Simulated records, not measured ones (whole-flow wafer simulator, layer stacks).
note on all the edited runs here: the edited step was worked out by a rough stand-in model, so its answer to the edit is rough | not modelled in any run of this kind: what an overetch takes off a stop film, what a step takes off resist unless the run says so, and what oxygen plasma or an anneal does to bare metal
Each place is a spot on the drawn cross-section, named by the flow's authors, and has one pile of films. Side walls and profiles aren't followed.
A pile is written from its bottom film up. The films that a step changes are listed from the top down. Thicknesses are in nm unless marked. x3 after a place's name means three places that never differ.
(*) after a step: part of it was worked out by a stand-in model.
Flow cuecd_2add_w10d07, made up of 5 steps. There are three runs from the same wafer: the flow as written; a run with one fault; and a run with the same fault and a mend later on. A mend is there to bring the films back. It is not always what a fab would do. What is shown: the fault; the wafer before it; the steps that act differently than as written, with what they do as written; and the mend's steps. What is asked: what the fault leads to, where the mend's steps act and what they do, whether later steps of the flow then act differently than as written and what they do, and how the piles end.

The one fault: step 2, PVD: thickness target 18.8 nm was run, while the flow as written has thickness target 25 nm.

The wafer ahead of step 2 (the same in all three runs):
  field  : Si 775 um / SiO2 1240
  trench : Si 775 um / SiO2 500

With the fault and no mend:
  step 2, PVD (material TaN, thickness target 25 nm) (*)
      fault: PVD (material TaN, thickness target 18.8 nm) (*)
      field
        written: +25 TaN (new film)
        fault: +18.8 TaN (new film)
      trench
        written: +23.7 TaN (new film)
        fault: +17.8 TaN (new film)
  Every later step of the flow that is run acts as written at every place that is followed.
  At field, trench, the piles at the end differ from the flow's by more than 2% or 0.5 nm, whichever is larger.
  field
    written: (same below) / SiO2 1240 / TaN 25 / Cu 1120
    fault: (same below) / SiO2 1240 / TaN 18.8 / Cu 1120
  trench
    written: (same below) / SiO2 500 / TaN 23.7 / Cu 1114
    fault: (same below) / SiO2 500 / TaN 17.8 / Cu 1114

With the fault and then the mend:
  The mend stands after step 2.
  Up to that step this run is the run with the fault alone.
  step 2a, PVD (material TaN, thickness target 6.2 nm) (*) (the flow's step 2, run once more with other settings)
      field
        +6.2 TaN
      trench
        +5.87 TaN
  Every later step of the flow that is run acts as written at every place that is followed.
  The piles end the same as the flow's at every place that both follow.
